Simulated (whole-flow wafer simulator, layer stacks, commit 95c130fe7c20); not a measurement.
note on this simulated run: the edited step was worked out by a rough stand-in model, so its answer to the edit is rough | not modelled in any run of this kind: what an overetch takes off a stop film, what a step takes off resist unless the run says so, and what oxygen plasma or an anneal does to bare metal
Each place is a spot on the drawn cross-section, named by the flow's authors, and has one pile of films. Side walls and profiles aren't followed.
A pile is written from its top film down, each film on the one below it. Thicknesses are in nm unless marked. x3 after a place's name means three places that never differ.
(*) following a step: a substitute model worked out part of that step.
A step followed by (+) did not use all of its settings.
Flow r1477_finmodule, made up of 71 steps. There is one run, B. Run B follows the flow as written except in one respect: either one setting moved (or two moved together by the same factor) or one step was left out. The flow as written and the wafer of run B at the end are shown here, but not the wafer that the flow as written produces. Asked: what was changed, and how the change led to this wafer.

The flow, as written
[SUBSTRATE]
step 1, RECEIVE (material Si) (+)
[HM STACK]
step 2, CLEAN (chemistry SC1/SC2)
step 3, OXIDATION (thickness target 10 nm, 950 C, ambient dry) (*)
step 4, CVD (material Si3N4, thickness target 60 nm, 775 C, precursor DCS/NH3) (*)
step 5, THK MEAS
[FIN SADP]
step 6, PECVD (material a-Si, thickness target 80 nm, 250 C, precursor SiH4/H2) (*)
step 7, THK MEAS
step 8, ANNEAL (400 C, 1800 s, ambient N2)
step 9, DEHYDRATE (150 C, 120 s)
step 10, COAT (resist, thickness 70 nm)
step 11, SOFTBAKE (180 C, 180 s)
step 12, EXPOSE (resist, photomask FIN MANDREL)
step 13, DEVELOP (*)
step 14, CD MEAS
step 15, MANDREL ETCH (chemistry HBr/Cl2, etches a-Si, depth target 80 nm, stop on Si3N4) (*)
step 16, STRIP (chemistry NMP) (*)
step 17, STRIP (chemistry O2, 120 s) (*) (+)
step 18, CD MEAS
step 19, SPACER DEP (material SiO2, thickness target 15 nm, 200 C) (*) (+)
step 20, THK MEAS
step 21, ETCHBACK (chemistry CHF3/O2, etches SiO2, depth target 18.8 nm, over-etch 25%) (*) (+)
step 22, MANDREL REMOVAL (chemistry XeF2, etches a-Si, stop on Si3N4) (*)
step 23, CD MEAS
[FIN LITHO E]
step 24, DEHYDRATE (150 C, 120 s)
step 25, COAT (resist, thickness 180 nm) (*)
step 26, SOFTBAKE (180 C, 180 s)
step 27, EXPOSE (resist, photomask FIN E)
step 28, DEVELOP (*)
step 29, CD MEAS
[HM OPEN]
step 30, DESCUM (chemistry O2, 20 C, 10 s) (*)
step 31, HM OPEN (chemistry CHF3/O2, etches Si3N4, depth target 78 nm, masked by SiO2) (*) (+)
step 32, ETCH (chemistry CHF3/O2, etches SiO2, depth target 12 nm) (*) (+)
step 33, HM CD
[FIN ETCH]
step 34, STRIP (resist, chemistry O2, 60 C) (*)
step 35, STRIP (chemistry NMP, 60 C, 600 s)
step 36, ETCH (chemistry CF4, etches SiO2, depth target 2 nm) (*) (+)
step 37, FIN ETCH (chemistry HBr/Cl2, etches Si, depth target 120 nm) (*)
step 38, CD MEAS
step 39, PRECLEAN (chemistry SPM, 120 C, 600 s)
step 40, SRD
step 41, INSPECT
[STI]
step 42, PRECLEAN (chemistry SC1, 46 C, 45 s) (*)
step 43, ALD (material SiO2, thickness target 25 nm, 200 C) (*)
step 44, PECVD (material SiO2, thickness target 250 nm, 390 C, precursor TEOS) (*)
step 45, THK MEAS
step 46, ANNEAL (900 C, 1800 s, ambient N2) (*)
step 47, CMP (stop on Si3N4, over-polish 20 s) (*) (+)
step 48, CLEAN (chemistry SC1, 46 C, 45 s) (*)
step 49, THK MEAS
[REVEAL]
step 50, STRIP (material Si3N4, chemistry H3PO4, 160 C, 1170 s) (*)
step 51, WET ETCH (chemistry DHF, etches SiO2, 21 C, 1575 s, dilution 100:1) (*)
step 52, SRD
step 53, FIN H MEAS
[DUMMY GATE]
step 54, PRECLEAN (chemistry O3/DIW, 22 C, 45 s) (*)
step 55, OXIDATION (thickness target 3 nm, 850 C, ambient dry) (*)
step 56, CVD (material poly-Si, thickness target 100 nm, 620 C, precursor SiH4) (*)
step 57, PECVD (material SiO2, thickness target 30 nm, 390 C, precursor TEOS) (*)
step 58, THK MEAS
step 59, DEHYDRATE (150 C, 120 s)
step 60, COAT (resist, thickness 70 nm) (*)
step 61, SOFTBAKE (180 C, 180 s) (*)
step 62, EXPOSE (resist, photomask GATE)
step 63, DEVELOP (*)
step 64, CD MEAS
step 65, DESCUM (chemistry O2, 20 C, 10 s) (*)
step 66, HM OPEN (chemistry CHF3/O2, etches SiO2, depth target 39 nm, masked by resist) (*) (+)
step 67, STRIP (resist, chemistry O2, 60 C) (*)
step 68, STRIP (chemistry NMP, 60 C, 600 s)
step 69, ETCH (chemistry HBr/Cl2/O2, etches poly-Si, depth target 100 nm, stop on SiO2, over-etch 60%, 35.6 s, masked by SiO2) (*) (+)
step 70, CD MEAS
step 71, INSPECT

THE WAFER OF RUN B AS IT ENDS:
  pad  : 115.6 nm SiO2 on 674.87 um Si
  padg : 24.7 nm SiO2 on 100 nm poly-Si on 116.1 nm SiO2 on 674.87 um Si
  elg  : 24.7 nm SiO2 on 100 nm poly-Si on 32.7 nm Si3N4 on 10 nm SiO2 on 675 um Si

The reason: step 51, WET ETCH: 1339 s was run, whereas the flow has 1575 s.

The path from the change to this, step by step:
  step 51, WET ETCH (chemistry DHF, etches SiO2, 21 C, 1575 s, dilution 100:1) (*)
      pad, padg, e40sg and 12 more: -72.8 SiO2 (it would be, as written: -85.7 SiO2)
      elg, e40lg, e100lg, e200lg, elo, e40lo, e100lo, e200lo: -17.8 SiO2 (all of it), -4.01 Si3N4 (it would be, as written: -17.8 SiO2 (all of it), -4.97 Si3N4)
      (also at 7 further places)
  step 56, CVD (material poly-Si, thickness target 100 nm, 620 C, precursor SiH4) (*)
      s40cg, s40co: +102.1 poly-Si (new film) (it would be, as written: +113.9 poly-Si (new film))
      s45cg, s45co: +101.5 poly-Si (new film) (it would be, as written: +113.4 poly-Si (new film))
      (also at 3 further places)
  step 60, COAT (resist, thickness 70 nm) (*)
      e40sg, eso, e40so: +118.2 resist (new film) (it would be, as written: +129.5 resist (new film))
      e100sg, e100so: +118.2 resist (new film) (it would be, as written: +129.4 resist (new film))
      (also at 8 further places)
  step 63, DEVELOP (*)
      eso, e40so: -118.2 resist (all of it) (it would be, as written: -129.5 resist (all of it))
      e100so: -118.2 resist (all of it) (it would be, as written: -129.4 resist (all of it))
      (also at 4 further places)
  step 67, STRIP (resist, chemistry O2, 60 C) (*)
      e40lg, e100lg, e200lg: -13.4 resist (all of it) (it would be, as written: -12.8 resist (all of it))
      e40sg: -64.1 resist (all of it) (it would be, as written: -75.4 resist (all of it))
      (also at 5 further places)
  step 69, ETCH (chemistry HBr/Cl2/O2, etches poly-Si, depth target 100 nm, stop on SiO2, over-etch 60%, 35.6 s, masked by SiO2) (*) (+)
      s40co: -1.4 chemical SiO2 (all of it), -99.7 poly-Si (all of it), -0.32 SiO2 (it would be, as written: -1.46 chemical SiO2 (all of it), -111.5 poly-Si (all of it), -0.24 SiO2)
      s45co: -1.4 chemical SiO2 (all of it), -99.1 poly-Si (all of it), -0.34 SiO2 (it would be, as written: -1.46 chemical SiO2 (all of it), -110.9 poly-Si (all of it), -0.25 SiO2)
      (also at 1 further place)
